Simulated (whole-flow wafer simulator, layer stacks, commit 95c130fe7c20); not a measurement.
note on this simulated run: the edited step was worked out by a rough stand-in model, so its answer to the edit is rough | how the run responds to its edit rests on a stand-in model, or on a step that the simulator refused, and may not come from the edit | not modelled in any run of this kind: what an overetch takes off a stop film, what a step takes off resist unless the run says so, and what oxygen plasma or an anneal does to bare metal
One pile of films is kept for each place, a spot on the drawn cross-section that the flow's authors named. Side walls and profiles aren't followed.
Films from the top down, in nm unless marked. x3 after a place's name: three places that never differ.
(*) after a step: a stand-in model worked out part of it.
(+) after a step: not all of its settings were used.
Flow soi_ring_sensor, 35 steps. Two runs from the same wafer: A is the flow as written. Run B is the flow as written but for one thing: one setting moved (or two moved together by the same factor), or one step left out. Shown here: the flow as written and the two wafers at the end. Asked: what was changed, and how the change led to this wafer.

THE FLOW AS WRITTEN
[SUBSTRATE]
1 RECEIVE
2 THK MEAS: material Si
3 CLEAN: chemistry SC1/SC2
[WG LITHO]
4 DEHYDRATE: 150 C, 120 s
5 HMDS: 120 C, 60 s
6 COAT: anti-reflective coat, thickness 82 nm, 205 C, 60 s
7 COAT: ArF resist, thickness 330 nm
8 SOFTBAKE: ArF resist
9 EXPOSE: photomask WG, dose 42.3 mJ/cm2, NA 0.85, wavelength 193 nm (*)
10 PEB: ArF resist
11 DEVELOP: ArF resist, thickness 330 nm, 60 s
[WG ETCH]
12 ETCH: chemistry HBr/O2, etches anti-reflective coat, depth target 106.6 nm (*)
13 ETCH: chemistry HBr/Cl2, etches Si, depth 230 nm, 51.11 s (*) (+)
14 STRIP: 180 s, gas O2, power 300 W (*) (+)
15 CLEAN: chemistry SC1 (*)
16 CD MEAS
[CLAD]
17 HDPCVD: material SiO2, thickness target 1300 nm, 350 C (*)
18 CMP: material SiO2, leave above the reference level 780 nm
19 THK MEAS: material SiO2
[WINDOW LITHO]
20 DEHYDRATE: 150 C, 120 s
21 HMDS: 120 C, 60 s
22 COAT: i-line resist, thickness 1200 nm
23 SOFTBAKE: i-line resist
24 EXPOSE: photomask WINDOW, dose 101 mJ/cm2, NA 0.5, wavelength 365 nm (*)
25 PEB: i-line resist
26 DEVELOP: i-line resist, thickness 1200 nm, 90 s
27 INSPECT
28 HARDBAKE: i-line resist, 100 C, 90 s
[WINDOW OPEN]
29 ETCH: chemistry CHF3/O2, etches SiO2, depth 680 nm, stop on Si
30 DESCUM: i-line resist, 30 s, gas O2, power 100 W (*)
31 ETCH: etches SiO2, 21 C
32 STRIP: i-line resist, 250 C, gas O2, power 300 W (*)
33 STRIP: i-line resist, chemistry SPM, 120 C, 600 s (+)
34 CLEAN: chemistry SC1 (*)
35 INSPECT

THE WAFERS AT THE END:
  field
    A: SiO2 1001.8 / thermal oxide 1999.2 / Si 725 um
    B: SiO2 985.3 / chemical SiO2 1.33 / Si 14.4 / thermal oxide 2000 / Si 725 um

The cause: step 13, ETCH: depth 205 nm was run, where the flow has depth 230 nm; step 13, ETCH: 45.49 s was run, where the flow has 51.11 s.

How the change led to this, step by step:
  13 ETCH: chemistry HBr/Cl2, etches Si, depth 230 nm, 51.11 s (*) (+)
      gap, window, field, gap_clad: A Si -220 (all of it), thermal oxide -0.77 | B Si -205
      core, core_clad: A ArF resist -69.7 | B ArF resist -62
  14 STRIP: 180 s, gas O2, power 300 W (*) (+)
      gap, window, field, gap_clad: A nothing | B chemical SiO2 +1.33 (new film), Si -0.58
      core, core_clad: A ArF resist -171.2 (all of it), anti-reflective coat -82 (all of it), chemical SiO2 +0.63, Si -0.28 | B ArF resist -178.9 (all of it), anti-reflective coat -82 (all of it), chemical SiO2 +0.62, Si -0.27
  18 CMP: material SiO2, leave above the reference level 780 nm
      gap, window, field, gap_clad: A SiO2 -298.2 | B SiO2 -314.7
